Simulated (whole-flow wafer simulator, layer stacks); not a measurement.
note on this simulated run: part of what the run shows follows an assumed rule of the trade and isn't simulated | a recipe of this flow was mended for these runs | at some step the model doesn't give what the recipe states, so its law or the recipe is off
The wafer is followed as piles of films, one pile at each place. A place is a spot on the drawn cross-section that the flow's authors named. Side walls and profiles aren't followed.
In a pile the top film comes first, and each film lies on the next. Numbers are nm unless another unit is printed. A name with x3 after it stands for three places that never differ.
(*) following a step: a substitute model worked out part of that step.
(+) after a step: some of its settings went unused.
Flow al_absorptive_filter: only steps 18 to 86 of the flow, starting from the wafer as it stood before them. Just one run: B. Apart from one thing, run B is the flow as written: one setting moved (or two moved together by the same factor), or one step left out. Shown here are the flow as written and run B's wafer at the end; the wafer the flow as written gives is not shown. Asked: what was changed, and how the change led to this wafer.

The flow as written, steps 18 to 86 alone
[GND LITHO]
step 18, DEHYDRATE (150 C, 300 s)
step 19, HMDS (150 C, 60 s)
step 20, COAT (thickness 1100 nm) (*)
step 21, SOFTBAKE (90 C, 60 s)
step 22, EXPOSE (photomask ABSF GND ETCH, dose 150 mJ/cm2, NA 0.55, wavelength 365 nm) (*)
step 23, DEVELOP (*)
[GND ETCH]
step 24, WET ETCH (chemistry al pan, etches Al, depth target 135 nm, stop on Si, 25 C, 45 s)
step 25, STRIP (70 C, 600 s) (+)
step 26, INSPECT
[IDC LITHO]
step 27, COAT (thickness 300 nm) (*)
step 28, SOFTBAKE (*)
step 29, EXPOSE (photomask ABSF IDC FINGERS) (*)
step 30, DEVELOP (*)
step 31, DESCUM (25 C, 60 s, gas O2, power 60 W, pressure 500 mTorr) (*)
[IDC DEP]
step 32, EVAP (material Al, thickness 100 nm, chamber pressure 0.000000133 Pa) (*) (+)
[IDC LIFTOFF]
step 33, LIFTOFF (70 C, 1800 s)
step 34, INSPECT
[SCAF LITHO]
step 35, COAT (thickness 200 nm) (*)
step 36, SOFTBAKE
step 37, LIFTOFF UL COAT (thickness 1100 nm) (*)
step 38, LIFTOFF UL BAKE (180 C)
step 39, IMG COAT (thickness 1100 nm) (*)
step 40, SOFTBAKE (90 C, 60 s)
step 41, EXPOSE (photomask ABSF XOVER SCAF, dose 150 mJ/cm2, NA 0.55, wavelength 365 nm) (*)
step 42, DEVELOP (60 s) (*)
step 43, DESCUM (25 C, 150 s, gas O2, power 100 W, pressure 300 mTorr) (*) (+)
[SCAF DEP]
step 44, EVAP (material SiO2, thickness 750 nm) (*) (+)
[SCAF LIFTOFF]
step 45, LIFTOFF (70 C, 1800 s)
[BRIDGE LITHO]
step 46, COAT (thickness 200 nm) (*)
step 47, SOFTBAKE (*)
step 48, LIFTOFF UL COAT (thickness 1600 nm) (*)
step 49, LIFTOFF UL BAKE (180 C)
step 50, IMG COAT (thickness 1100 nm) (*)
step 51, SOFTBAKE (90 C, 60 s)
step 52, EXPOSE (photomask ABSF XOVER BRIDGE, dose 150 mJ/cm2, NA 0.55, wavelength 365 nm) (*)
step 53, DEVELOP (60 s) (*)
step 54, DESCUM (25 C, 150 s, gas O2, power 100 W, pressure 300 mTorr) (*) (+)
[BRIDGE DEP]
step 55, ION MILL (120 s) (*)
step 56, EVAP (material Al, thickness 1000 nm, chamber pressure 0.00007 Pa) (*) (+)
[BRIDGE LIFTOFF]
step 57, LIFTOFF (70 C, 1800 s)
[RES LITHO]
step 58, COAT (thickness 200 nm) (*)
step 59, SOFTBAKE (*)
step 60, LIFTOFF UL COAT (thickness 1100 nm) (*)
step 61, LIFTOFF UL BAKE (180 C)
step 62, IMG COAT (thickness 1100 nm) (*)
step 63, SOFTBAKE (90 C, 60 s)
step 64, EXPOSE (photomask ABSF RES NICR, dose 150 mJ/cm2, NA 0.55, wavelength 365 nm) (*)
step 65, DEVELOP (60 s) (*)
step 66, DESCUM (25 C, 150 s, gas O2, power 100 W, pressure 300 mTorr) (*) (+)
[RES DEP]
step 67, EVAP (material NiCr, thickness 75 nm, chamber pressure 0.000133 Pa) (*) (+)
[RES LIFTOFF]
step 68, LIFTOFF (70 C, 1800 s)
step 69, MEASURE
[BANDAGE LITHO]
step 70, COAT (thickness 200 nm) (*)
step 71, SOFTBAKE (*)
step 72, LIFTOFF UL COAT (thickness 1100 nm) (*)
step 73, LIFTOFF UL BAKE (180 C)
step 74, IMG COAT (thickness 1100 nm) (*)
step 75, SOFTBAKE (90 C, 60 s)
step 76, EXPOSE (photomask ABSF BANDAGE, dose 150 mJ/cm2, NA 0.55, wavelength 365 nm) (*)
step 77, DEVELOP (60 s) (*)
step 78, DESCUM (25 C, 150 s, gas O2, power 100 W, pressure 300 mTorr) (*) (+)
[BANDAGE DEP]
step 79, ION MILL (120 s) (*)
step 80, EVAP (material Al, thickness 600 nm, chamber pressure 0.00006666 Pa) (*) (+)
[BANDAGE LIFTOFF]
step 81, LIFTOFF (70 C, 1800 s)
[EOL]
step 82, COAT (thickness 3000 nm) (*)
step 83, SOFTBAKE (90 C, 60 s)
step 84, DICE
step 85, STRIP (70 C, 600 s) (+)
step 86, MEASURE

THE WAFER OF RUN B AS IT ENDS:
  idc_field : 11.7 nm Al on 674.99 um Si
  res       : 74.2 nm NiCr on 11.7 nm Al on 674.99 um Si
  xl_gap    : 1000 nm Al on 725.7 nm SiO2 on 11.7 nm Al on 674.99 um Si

The reason: step 24, WET ETCH: depth target 75 nm was run, while the flow as written has depth target 135 nm; step 24, WET ETCH: 25 s was run, where the flow has 45 s.

The path from the change to this, step by step:
  step 24, WET ETCH (chemistry al pan, etches Al, depth target 135 nm, stop on Si, 25 C, 45 s)
      res, xl_gap, idc_field, idc_line, idc_space: -75 Al (as written it would have been: -86.7 Al (all of it))
  step 27, COAT (thickness 300 nm) (*)
      xl_gap: +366 e-beam-resist (new film) (as written it would have been: +374.7 e-beam-resist (new film))
  step 31, DESCUM (25 C, 60 s, gas O2, power 60 W, pressure 500 mTorr) (*)
      idc_line: nothing (as written it would have been: +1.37 chemical SiO2 (new film), -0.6 Si)
  step 32, EVAP (material Al, thickness 100 nm, chamber pressure 0.000000133 Pa) (*) (+)
      idc_line: +100 Al (as written it would have been: +100 Al (new film))
  step 33, LIFTOFF (70 C, 1800 s)
      xl_gap: -100 Al (all of it), -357 e-beam-resist (all of it) (as written it would have been: -100 Al (all of it), -365.7 e-beam-resist (all of it))
  step 35, COAT (thickness 200 nm) (*)
      ledge: +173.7 acrylic-e-beam-resist (new film) (as written it would have been: +169.8 acrylic-e-beam-resist (new film))
      xl_gap: +258.4 acrylic-e-beam-resist (new film) (as written it would have been: +265.9 acrylic-e-beam-resist (new film))
  step 43, DESCUM (25 C, 150 s, gas O2, power 100 W, pressure 300 mTorr) (*) (+)
      gnd, pad_far, pad_near and 7 more: -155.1 i-line-resist (as written it would have been: -159.6 i-line-resist)
      xl_gap: -258.4 acrylic-e-beam-resist (all of it) (as written it would have been: -265.9 acrylic-e-beam-resist (all of it))
  step 45, LIFTOFF (70 C, 1800 s)
      ledge: -750 SiO2 (all of it), -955 i-line-resist (all of it), -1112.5 lift-off-underlayer (all of it), -173.7 acrylic-e-beam-resist (all of it) (as written it would have been: -750 SiO2 (all of it), -952.1 i-line-resist (all of it), -1114 lift-off-underlayer (all of it), -169.8 acrylic-e-beam-resist (all of it))
  step 46, COAT (thickness 200 nm) (*)
      ledge: +173.7 acrylic-e-beam-resist (new film) (as written it would have been: +169.8 acrylic-e-beam-resist (new film))
      xl_gap: +93.5 acrylic-e-beam-resist (new film) (as written it would have been: +97.9 acrylic-e-beam-resist (new film))
  step 54, DESCUM (25 C, 150 s, gas O2, power 100 W, pressure 300 mTorr) (*) (+)
      xl_gap: -93.5 acrylic-e-beam-resist (all of it) (as written it would have been: -97.9 acrylic-e-beam-resist (all of it))
  step 57, LIFTOFF (70 C, 1800 s)
      ledge: -1000 Al (all of it), -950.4 i-line-resist (all of it), -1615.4 lift-off-underlayer (all of it), -173.7 acrylic-e-beam-resist (all of it) (as written it would have been: -1000 Al (all of it), -951.7 i-line-resist (all of it), -1617.2 lift-off-underlayer (all of it), -169.8 acrylic-e-beam-resist (all of it))
  step 58, COAT (thickness 200 nm) (*)
      ledge: +173.7 acrylic-e-beam-resist (new film) (as written it would have been: +169.8 acrylic-e-beam-resist (new film))
  step 66, DESCUM (25 C, 150 s, gas O2, power 100 W, pressure 300 mTorr) (*) (+)
      ledge: -173.7 acrylic-e-beam-resist (all of it) (as written it would have been: -169.8 acrylic-e-beam-resist (all of it))
  step 70, COAT (thickness 200 nm) (*)
      ledge: +170.7 acrylic-e-beam-resist (new film) (as written it would have been: +167 acrylic-e-beam-resist (new film))
      xl_gap: +110.8 acrylic-e-beam-resist (new film) (as written it would have been: +114.6 acrylic-e-beam-resist (new film))
  step 81, LIFTOFF (70 C, 1800 s)
      ledge: -600 Al (all of it), -955 i-line-resist (all of it), -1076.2 lift-off-underlayer (all of it), -170.7 acrylic-e-beam-resist (all of it) (as written it would have been: -600 Al (all of it), -956.6 i-line-resist (all of it), -1077.5 lift-off-underlayer (all of it), -167 acrylic-e-beam-resist (all of it))
      xl_gap: -600 Al (all of it), -823.6 i-line-resist (all of it), -832 lift-off-underlayer (all of it), -110.8 acrylic-e-beam-resist (all of it) (as written it would have been: -600 Al (all of it), -824.6 i-line-resist (all of it), -837.4 lift-off-underlayer (all of it), -114.6 acrylic-e-beam-resist (all of it))
If metal films that touch count as one body, idc_field has 1 body; the flow as written gives 0 bodies.
If metal films that touch count as one body, res has 1 body; the flow as written gives 0 bodies.
If metal films that touch count as one body, xl_gap has 2 bodies (between them, from the top down: SiO2 725.7); the flow as written gives 1 body.
